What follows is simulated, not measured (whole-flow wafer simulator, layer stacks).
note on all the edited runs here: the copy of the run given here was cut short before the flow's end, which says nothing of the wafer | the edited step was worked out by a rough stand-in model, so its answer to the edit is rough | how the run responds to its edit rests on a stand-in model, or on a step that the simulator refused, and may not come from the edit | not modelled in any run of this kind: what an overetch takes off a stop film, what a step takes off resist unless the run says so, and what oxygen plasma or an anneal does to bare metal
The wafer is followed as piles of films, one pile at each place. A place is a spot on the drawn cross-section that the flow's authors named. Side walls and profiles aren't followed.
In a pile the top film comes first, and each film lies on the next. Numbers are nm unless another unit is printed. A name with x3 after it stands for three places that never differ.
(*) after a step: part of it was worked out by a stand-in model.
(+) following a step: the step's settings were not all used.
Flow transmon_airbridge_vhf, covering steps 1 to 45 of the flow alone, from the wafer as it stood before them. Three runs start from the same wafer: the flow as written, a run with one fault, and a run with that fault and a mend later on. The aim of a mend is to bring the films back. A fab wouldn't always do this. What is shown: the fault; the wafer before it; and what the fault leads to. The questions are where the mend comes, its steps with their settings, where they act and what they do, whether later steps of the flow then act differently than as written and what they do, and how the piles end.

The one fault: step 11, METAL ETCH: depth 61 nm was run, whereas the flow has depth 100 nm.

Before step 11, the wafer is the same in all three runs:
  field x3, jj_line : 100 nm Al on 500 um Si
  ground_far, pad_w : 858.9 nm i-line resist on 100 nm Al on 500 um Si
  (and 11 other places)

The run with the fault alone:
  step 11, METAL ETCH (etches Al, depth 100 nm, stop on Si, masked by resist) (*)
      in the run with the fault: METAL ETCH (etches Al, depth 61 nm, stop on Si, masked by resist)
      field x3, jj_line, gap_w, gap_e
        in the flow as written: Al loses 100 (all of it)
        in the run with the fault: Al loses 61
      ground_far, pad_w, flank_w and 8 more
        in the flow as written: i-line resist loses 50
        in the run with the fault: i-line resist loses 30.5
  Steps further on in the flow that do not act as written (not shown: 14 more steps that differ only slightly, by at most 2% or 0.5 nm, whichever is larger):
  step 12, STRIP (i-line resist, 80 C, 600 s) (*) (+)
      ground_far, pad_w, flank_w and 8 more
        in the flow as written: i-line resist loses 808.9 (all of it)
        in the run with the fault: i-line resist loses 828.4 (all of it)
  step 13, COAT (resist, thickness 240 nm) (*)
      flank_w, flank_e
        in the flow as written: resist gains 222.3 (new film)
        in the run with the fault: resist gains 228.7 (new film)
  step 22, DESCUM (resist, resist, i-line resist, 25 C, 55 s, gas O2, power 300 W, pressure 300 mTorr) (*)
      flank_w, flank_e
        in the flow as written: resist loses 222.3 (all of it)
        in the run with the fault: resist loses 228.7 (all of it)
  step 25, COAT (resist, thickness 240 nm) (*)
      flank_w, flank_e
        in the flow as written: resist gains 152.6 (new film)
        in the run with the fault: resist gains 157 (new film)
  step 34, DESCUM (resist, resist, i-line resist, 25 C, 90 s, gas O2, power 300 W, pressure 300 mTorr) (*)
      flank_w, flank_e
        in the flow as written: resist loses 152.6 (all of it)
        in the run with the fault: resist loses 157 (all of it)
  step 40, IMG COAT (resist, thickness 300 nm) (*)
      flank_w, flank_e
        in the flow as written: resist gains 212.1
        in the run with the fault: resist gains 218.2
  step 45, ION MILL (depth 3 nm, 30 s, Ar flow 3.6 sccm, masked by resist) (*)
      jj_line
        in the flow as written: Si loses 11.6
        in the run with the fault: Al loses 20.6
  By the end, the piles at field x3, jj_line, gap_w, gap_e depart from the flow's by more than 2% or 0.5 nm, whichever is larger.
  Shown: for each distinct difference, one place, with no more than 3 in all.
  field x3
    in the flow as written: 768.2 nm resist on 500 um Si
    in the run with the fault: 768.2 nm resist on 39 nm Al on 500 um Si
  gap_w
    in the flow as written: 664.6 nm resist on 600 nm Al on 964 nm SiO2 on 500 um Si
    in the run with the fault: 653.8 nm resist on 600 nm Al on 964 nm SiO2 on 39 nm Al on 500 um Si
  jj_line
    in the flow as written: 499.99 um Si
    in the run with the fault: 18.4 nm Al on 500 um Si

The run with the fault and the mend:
  The mend stands after step 12.
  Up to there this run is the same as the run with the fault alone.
  step 12a, COAT (i-line resist, thickness 900 nm) (*) (the flow's step 6 again)
      field x3, jj_line, trace_open_s x2, margin_s, bridge_strip, margin_n
        i-line resist gains 900 (new film)
      pad_w, pad_e
        i-line resist gains 892.5 (new film)
      flank_w, flank_e
        i-line resist gains 885.7 (new film)
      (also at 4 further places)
  step 12b, SOFTBAKE (i-line resist, 90 C, 90 s) (the flow's step 7 again)
      flank_w, flank_e
        i-line resist loses 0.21
  step 12c, EXPOSE (i-line resist, thickness 900 nm, photomask AB CPW, dose 155.4 mJ/cm2, NA 0.45, wavelength 365 nm) (*) (the flow's step 8 again)
      does not change any film at any place that is followed
  step 12d, PEB (i-line resist, 110 C, 60 s) (the flow's step 9 again)
      field x3, jj_line, trace_open_s x2, margin_s, bridge_strip, margin_n
        i-line resist loses 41
      pad_w, pad_e
        i-line resist loses 40.7
      flank_w, flank_e
        i-line resist loses 40.4
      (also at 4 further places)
  step 12e, DEVELOP (i-line resist, thickness 900 nm, developer developer-B, 60 s) (the flow's step 10 again)
      cpw_trace, trace_open_s x2, margin_s, bridge_strip, margin_n
        i-line resist loses 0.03
      field x3, jj_line
        i-line resist loses 859 (all of it)
      gap_w, gap_e
        i-line resist loses 890.8 (all of it)
  step 12f, METAL ETCH (etches Al, depth 39 nm, stop on Si, masked by resist) (*) (the flow's step 11 again, with other settings)
      ground_far, pad_w, flank_w and 8 more
        i-line resist loses 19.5
      field x3, jj_line, gap_w, gap_e
        Al loses 39 (all of it)
  step 12g, STRIP (i-line resist, 80 C, 600 s) (*) (+) (the flow's step 12 again)
      trace_open_s x2, margin_s, bridge_strip, margin_n
        i-line resist loses 839.4 (all of it)
      pad_w, pad_e
        i-line resist loses 832.3 (all of it)
      flank_w, flank_e
        i-line resist loses 825.6 (all of it)
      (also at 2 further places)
  Later steps of the flow that are run all act as written at every place that is followed.
  The piles end the same as the flow's at every place that both follow.
